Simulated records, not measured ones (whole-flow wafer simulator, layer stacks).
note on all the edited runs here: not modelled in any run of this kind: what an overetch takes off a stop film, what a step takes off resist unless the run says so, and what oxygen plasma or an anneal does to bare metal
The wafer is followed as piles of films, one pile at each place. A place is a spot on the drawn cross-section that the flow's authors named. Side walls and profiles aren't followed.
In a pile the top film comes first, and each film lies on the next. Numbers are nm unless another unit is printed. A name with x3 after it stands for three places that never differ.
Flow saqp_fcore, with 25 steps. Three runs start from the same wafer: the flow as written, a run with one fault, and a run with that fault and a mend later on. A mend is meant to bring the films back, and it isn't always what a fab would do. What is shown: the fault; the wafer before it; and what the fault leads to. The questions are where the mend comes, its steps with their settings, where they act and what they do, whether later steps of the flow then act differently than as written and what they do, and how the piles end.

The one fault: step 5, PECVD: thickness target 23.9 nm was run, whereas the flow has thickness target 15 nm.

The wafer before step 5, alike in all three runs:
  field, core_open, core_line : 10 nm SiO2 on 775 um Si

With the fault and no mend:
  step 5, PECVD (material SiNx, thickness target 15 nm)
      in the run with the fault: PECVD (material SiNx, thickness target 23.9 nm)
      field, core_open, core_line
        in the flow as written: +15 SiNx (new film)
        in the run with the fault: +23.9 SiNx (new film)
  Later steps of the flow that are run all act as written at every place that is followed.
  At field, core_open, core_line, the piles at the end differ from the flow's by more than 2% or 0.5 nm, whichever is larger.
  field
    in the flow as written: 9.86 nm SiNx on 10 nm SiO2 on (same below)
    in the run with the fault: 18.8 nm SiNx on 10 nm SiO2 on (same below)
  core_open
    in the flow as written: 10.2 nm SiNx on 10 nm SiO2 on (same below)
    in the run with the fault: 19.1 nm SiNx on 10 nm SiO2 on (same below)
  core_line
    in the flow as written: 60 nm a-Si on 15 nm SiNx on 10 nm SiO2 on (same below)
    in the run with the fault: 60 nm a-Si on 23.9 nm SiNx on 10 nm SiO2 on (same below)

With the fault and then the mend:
  The mend stands after step 5.
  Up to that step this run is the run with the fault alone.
  step 5a, ETCH (chemistry h3po4, depth target 8.9 nm)
      field, core_open, core_line
        -8.9 SiNx
  Later steps of the flow that are run all act as written at every place that is followed.
  By the end, the piles equal the flow's at every place that both follow.
